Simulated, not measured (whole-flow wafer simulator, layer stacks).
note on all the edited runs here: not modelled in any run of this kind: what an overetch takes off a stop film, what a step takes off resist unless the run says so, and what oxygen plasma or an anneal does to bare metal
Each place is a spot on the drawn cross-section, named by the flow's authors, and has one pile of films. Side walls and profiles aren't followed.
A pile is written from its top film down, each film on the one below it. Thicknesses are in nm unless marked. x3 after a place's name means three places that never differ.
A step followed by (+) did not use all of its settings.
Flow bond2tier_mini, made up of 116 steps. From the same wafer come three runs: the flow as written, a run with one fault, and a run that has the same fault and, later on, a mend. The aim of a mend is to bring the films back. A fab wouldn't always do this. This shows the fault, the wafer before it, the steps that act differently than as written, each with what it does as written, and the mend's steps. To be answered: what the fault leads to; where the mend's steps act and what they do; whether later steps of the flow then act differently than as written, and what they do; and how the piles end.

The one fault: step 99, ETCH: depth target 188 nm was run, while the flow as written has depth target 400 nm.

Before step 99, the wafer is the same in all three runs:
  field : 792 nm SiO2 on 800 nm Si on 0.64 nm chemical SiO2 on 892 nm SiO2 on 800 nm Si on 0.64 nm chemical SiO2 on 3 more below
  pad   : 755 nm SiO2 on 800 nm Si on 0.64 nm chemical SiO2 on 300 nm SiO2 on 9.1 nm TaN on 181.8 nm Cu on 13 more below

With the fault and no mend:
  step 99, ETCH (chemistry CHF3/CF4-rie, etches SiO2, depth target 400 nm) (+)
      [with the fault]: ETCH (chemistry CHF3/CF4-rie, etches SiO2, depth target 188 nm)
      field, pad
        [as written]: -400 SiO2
        [with the fault]: -188 SiO2
  Every later step of the flow that is run acts as written at every place that is followed.
  The piles end different from the flow's at field, pad by more than 2% or 0.5 nm, whichever is larger.
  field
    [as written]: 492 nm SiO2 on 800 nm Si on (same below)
    [with the fault]: 704 nm SiO2 on 800 nm Si on (same below)
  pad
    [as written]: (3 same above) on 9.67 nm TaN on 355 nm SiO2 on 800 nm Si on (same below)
    [with the fault]: (3 same above) on 9.67 nm TaN on 567 nm SiO2 on 800 nm Si on (same below)

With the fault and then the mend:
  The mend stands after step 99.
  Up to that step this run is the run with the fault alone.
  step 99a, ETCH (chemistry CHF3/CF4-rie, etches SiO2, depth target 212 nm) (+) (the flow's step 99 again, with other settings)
      field, pad
        -212 SiO2
  Every later step of the flow that is run acts as written at every place that is followed.
  The piles end the same as the flow's at every place that both follow.
